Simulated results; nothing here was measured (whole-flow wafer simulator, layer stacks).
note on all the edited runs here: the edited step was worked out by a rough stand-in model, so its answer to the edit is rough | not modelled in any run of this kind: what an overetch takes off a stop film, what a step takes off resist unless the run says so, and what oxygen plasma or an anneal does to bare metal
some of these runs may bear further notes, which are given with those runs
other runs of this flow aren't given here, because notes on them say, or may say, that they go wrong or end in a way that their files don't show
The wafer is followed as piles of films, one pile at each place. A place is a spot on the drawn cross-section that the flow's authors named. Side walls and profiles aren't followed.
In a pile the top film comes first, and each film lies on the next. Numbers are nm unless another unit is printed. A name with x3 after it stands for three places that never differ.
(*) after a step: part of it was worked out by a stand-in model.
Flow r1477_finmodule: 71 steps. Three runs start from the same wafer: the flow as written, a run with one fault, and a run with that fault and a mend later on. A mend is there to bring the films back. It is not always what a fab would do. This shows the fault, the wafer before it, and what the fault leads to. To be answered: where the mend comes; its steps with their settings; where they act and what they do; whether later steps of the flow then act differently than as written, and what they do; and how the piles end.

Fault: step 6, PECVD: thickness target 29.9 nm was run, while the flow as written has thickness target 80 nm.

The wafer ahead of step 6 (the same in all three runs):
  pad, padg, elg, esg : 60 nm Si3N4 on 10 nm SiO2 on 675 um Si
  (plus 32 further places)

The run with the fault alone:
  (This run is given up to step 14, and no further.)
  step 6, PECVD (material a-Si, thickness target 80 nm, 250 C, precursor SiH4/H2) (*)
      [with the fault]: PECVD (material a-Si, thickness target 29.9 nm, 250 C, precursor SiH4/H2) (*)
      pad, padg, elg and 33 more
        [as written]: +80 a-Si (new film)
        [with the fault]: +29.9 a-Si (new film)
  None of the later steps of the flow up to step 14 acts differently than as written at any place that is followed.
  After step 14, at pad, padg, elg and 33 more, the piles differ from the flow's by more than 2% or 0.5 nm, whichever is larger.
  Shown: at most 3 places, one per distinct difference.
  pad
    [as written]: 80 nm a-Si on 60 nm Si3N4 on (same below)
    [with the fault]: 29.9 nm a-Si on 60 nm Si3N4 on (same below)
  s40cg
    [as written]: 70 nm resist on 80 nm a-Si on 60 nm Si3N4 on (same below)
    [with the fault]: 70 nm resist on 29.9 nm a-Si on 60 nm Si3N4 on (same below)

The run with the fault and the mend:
  The mend stands after step 7.
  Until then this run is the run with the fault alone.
  step 7a, ETCH (chemistry tmah, depth target 34.38 nm)
      pad, padg, elg and 33 more
        -29.9 a-Si (all of it)
  step 7b, PECVD (material a-Si, thickness target 80 nm, 250 C, precursor SiH4/H2) (*) (the flow's step 6 again)
      pad, padg, elg and 33 more
        +80 a-Si (new film)
  None of the later steps of the flow acts differently than as written at any place that is followed.
  By the end, the piles equal the flow's at every place that both follow.
